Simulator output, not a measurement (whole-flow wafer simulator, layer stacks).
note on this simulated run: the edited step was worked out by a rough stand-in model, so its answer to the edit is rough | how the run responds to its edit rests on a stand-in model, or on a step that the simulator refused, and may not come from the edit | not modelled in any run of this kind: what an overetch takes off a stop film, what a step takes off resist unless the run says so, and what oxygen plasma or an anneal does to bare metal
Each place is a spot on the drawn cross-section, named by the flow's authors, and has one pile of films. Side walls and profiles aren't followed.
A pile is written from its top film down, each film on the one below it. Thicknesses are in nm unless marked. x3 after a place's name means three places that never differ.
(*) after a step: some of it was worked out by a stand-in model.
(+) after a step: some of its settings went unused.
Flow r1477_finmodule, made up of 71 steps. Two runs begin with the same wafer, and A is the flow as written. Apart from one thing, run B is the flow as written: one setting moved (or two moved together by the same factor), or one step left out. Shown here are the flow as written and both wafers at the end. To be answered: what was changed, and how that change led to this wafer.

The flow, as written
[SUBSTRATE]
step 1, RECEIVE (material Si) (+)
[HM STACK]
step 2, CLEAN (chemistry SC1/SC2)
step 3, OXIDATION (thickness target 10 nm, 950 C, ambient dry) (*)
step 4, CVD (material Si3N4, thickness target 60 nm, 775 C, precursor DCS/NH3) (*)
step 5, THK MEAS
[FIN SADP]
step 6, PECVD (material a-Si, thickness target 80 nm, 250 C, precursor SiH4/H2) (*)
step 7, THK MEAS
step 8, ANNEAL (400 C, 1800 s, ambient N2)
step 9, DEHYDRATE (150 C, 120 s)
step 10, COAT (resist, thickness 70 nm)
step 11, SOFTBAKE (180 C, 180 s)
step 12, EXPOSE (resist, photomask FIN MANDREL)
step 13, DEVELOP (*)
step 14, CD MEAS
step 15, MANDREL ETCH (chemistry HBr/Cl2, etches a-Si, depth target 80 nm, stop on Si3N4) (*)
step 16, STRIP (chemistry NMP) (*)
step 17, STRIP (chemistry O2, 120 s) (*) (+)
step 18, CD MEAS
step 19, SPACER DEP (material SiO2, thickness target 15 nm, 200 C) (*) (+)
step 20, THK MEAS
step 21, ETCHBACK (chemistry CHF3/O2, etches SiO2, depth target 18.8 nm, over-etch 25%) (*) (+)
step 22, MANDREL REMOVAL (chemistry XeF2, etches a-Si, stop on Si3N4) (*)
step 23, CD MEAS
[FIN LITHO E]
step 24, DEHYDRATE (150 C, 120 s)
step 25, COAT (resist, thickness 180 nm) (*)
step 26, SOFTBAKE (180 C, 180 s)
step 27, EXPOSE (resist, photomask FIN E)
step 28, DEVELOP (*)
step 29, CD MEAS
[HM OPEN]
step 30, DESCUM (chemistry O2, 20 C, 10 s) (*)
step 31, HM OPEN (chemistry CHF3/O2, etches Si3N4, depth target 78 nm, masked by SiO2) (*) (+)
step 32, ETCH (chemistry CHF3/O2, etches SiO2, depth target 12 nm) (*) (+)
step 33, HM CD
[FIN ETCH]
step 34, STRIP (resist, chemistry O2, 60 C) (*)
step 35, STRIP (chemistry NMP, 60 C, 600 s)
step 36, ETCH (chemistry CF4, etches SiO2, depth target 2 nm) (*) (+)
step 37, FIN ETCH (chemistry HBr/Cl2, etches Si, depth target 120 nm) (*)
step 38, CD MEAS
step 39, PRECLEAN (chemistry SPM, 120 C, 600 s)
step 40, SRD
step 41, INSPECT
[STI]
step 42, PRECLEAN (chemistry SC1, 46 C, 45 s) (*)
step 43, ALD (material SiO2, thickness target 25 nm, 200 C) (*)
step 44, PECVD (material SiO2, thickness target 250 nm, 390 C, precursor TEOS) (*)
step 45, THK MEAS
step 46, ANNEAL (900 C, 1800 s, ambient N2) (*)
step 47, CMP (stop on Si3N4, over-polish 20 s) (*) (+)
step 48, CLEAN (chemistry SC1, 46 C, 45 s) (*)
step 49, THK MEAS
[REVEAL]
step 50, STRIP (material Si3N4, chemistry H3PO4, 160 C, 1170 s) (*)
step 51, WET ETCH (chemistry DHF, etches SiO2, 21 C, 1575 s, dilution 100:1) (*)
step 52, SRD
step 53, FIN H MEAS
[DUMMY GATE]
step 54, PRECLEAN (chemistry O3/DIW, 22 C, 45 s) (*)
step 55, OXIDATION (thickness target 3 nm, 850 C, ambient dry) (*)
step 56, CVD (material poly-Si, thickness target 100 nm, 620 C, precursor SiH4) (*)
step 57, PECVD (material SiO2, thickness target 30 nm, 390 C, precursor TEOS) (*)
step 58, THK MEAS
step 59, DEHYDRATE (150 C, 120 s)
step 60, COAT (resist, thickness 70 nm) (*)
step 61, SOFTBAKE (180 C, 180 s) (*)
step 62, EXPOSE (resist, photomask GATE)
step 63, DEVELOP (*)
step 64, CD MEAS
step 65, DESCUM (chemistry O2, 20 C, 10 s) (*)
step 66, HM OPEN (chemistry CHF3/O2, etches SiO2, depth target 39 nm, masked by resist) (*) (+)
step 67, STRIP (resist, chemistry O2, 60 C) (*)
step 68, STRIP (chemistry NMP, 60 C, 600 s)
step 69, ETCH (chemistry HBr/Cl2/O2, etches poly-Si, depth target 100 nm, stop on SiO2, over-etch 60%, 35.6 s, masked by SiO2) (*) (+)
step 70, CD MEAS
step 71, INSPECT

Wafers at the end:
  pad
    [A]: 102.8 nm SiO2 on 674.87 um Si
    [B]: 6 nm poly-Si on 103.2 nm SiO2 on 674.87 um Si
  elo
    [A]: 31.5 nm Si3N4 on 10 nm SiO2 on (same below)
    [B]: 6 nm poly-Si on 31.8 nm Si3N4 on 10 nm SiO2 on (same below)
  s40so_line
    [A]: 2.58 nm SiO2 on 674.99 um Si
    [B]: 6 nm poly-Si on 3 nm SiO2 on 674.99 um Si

Cause: step 66, HM OPEN: depth target 26.7 nm was run, though the flow has depth target 39 nm.

Step by step, how the change led to this:
  step 66, HM OPEN (chemistry CHF3/O2, etches SiO2, depth target 39 nm, masked by resist) (*) (+)
      pad, elo, eso and 15 more: A -30 SiO2 (all of it), -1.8 poly-Si | B -26.7 SiO2
      padg, elg, esg and 15 more: A -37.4 resist | B -25.6 resist
  step 67, STRIP (resist, chemistry O2, 60 C) (*)
      pad, elo, eso and 15 more: A +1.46 chemical SiO2 (new film), -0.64 poly-Si | B nothing
      padg, elg, esg: A -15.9 resist (all of it) | B -27.7 resist (all of it)
      (as well as at 15 more places)
  step 69, ETCH (chemistry HBr/Cl2/O2, etches poly-Si, depth target 100 nm, stop on SiO2, over-etch 60%, 35.6 s, masked by SiO2) (*) (+)
      pad, eso, e40so and 8 more: A -1.46 chemical SiO2 (all of it), -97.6 poly-Si (all of it), -0.42 SiO2 | B -3.3 SiO2 (all of it), -94 poly-Si
      elo, e40lo, e100lo, e200lo: A -1.46 chemical SiO2 (all of it), -97.6 poly-Si (all of it), -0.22 Si3N4 | B -3.3 SiO2 (all of it), -94 poly-Si
      (as well as at 3 more places)
